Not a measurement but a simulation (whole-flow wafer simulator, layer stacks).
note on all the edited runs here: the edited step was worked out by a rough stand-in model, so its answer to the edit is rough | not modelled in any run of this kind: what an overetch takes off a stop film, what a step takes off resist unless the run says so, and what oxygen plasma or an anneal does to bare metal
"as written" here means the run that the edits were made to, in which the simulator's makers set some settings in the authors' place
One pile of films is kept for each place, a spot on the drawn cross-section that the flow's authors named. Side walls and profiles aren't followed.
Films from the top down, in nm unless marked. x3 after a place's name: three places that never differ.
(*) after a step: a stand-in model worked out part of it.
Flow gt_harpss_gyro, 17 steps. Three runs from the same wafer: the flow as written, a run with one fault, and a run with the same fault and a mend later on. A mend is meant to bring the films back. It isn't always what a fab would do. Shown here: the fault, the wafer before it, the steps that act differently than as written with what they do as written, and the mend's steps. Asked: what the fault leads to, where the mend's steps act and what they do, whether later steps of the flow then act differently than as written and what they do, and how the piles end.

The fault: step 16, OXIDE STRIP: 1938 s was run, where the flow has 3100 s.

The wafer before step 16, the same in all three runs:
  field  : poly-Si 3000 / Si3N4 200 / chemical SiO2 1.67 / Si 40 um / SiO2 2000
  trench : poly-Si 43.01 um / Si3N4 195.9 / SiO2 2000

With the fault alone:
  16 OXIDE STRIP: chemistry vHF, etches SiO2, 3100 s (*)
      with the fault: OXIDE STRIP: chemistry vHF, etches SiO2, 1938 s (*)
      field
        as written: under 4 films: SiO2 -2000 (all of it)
        with the fault: under 4 films: SiO2 -1503.3
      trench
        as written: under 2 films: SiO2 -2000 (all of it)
        with the fault: under 2 films: SiO2 -1503.3
  No later step of the flow acts differently than as written at any place that is followed.
  At the end the piles differ from the flow's by more than 2% or 0.5 nm, whichever is larger, at field, trench.
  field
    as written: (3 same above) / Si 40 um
    with the fault: (3 same above) / Si 40 um / SiO2 496.7
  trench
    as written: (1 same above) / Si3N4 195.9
    with the fault: (1 same above) / Si3N4 195.9 / SiO2 496.7

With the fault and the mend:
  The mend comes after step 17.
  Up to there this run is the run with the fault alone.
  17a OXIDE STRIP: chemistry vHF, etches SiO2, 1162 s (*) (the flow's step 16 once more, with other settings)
      field
        under 4 films: SiO2 -496.7 (all of it)
      trench
        under 2 films: SiO2 -496.7 (all of it)
  No later step of the flow acts differently than as written at any place that is followed.
  At the end the piles are the same as the flow's at every place that both follow.
